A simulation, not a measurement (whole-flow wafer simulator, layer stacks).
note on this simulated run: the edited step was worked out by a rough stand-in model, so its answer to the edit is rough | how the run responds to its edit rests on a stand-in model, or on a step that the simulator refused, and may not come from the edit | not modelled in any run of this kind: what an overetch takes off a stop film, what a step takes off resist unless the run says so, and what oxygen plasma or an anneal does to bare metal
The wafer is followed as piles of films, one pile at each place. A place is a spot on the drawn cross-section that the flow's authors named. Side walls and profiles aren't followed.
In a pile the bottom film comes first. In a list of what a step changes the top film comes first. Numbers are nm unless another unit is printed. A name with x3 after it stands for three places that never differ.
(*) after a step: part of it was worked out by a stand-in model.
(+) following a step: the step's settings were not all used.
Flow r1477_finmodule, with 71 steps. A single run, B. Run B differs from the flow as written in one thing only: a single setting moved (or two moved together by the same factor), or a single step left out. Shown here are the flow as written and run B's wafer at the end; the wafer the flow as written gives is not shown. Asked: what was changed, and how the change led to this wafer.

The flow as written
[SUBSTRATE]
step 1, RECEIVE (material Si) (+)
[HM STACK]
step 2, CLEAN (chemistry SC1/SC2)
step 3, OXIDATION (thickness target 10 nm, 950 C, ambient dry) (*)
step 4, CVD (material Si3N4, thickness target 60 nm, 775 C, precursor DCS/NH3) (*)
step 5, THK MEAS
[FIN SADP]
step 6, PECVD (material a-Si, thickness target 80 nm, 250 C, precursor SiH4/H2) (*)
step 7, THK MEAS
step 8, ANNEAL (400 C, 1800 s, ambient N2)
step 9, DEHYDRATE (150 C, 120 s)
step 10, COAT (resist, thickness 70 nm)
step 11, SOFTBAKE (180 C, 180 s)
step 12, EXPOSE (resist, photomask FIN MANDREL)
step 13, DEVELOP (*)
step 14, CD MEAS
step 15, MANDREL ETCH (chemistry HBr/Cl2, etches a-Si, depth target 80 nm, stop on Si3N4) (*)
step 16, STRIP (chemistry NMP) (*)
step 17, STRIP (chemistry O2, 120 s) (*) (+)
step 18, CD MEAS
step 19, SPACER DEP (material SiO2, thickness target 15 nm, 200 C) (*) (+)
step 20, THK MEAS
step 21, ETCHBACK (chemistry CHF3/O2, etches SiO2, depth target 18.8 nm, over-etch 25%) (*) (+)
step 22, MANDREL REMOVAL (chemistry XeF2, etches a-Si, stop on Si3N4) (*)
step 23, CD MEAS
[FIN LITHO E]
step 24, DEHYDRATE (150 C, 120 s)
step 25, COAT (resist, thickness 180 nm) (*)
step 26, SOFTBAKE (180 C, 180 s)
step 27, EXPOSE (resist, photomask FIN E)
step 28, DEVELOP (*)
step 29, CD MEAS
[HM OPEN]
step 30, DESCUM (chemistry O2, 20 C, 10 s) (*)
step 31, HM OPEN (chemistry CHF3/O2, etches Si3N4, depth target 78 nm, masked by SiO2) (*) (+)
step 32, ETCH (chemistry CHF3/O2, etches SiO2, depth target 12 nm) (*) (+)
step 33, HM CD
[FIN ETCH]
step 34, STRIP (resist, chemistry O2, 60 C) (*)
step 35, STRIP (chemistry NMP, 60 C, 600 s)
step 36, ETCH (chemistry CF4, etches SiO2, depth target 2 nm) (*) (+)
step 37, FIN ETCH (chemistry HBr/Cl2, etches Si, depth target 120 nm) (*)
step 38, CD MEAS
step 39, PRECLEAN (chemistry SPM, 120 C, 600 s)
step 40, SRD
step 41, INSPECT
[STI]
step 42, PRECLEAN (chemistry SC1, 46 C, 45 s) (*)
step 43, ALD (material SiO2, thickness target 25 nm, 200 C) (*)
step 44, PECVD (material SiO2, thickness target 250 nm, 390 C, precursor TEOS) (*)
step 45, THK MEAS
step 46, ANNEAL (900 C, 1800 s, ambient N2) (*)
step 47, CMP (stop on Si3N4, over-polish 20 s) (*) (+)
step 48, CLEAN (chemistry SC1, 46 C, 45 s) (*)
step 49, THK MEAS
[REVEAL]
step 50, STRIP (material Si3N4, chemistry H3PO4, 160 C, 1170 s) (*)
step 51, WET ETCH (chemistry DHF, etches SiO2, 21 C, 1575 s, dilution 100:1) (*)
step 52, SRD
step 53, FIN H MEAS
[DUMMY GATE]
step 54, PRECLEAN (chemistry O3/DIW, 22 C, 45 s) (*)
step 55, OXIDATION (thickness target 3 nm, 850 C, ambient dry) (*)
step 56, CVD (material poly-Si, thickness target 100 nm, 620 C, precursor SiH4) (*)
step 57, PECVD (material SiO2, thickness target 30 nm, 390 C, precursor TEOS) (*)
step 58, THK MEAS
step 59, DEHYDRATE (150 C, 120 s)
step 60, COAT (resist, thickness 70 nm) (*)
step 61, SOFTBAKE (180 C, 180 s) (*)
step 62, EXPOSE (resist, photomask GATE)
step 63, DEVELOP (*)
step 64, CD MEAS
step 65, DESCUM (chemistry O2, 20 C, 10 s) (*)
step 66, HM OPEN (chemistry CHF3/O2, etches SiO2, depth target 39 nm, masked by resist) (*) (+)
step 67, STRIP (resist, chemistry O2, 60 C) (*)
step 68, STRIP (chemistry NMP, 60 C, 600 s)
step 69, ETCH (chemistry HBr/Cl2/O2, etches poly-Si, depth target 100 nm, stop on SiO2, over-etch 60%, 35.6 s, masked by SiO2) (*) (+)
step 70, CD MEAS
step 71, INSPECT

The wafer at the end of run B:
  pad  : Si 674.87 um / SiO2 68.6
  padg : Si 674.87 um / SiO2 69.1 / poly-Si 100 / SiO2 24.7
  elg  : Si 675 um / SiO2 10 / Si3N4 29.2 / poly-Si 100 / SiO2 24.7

The reason: step 51, WET ETCH: 2205 s was run, whereas the flow has 1575 s.

How this came from the change, step by step:
  step 51, WET ETCH (chemistry DHF, etches SiO2, 21 C, 1575 s, dilution 100:1) (*)
      pad, padg, e40sg and 12 more: SiO2 loses 120 (as written it would have been: SiO2 loses 85.7)
      elg, e40lg, e100lg, e200lg, elo, e40lo, e100lo, e200lo: SiO2 loses 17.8 (all of it), Si3N4 loses 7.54 (as written it would have been: SiO2 loses 17.8 (all of it), Si3N4 loses 4.97)
      (as well as at 7 more places)
  step 56, CVD (material poly-Si, thickness target 100 nm, 620 C, precursor SiH4) (*)
      s40cg, s40co: poly-Si gains 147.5 (new film) (as written it would have been: poly-Si gains 113.9 (new film))
      s45cg, s45co: poly-Si gains 147.5 (new film) (as written it would have been: poly-Si gains 113.4 (new film))
      (as well as at 3 more places)
  step 60, COAT (resist, thickness 70 nm) (*)
      e40lg, e100lg, e200lg, elo, e40lo, e100lo, e200lo: resist gains 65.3 (new film) (as written it would have been: resist gains 66.9 (new film))
      e40sg, e40so: resist gains 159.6 (new film) (as written it would have been: resist gains 129.5 (new film))
      (as well as at 17 more places)
  step 63, DEVELOP (*)
      elo, e40lo, e100lo, e200lo: resist loses 65.3 (all of it) (as written it would have been: resist loses 66.9 (all of it))
      eso: resist loses 159.5 (all of it) (as written it would have been: resist loses 129.5 (all of it))
      (as well as at 9 more places)
  step 67, STRIP (resist, chemistry O2, 60 C) (*)
      e40lg, e100lg, e200lg: resist loses 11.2 (all of it) (as written it would have been: resist loses 12.8 (all of it))
      e40sg: resist loses 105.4 (all of it) (as written it would have been: resist loses 75.4 (all of it))
      (as well as at 10 more places)
  step 69, ETCH (chemistry HBr/Cl2/O2, etches poly-Si, depth target 100 nm, stop on SiO2, over-etch 60%, 35.6 s, masked by SiO2) (*) (+)
      s40co: chemical SiO2 loses 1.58 (all of it), poly-Si loses 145 (all of it), SiO2 loses 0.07 (as written it would have been: chemical SiO2 loses 1.46 (all of it), poly-Si loses 111.5 (all of it), SiO2 loses 0.24)
      s45co: chemical SiO2 loses 1.58 (all of it), poly-Si loses 145 (all of it), SiO2 loses 0.07 (as written it would have been: chemical SiO2 loses 1.46 (all of it), poly-Si loses 110.9 (all of it), SiO2 loses 0.25)
      (as well as at 1 more place)
